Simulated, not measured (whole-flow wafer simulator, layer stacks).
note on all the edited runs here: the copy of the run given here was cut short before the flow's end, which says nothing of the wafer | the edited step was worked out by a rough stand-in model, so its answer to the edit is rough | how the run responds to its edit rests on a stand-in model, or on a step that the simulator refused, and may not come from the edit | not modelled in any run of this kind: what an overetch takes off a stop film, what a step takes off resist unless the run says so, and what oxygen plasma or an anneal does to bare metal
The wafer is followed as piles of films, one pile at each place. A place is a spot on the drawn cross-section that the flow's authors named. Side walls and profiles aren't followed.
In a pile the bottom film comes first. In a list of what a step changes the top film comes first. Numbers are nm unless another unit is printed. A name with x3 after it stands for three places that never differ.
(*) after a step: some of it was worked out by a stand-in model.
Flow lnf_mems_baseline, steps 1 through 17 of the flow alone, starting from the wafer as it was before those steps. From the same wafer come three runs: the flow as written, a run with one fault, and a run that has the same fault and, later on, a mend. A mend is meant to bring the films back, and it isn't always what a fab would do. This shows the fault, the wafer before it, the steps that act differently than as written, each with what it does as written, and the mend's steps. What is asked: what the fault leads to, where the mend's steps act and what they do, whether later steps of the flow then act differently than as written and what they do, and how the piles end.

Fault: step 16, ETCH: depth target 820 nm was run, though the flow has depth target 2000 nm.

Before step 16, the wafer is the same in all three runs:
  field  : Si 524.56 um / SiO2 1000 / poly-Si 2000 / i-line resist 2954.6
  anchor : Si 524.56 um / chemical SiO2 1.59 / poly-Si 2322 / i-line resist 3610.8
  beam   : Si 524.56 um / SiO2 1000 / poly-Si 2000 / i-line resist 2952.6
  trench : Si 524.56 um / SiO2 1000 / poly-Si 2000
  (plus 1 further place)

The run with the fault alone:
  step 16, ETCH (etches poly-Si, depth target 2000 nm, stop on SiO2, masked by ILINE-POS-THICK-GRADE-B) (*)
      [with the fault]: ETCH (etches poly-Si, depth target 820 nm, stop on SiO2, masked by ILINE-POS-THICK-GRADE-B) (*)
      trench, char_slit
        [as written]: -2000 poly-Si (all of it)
        [with the fault]: -820 poly-Si
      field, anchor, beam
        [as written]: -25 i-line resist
        [with the fault]: -10.2 i-line resist
  Later steps of the flow acting differently than as written:
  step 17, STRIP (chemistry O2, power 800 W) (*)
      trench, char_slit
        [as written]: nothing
        [with the fault]: +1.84 chemical SiO2 (new film), -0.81 poly-Si
  At trench, char_slit, the piles at the end differ from the flow's by more than 2% or 0.5 nm, whichever is larger.
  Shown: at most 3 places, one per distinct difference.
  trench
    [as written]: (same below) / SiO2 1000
    [with the fault]: (same below) / SiO2 1000 / poly-Si 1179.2 / chemical SiO2 1.84

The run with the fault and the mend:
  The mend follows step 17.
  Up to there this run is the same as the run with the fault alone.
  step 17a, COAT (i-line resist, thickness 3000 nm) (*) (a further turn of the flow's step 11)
      field
        +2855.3 i-line resist (new film)
      anchor
        +3471.2 i-line resist (new film)
      beam
        +2788.9 i-line resist (new film)
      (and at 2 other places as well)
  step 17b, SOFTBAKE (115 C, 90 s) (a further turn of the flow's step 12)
      field
        +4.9 i-line resist
      anchor
        +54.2 i-line resist
      beam
        +49.1 i-line resist
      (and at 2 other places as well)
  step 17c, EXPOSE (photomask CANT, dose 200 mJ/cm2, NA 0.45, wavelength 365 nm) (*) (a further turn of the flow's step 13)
      alters no film at any place that is followed
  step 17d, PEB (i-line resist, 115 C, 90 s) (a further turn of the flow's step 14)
      field
        -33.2 i-line resist
      anchor
        -43.8 i-line resist
      beam
        -32.3 i-line resist
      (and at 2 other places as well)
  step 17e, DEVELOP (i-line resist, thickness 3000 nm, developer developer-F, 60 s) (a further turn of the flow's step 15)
      field, anchor, beam
        -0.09 i-line resist
      trench
        -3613 i-line resist (all of it)
      char_slit
        -3655.6 i-line resist (all of it)
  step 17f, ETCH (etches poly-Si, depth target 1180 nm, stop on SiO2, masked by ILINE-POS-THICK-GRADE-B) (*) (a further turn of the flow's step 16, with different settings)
      field, anchor, beam
        -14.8 i-line resist
      trench, char_slit
        -1.84 chemical SiO2 (all of it), -1179.2 poly-Si (all of it)
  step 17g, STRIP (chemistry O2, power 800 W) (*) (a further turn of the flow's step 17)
      field
        -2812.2 i-line resist (all of it), +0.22 chemical SiO2, -0.09 poly-Si
      anchor
        -3466.8 i-line resist (all of it), +0.22 chemical SiO2, -0.09 poly-Si
      beam
        -2790.9 i-line resist (all of it), +0.22 chemical SiO2, -0.09 poly-Si
  Later steps of the flow that are run all act as written at every place that is followed.
  When the end is reached, the piles differ only a little from the flow's at the places that both follow, at most by 2% or 0.5 nm, whichever is larger.
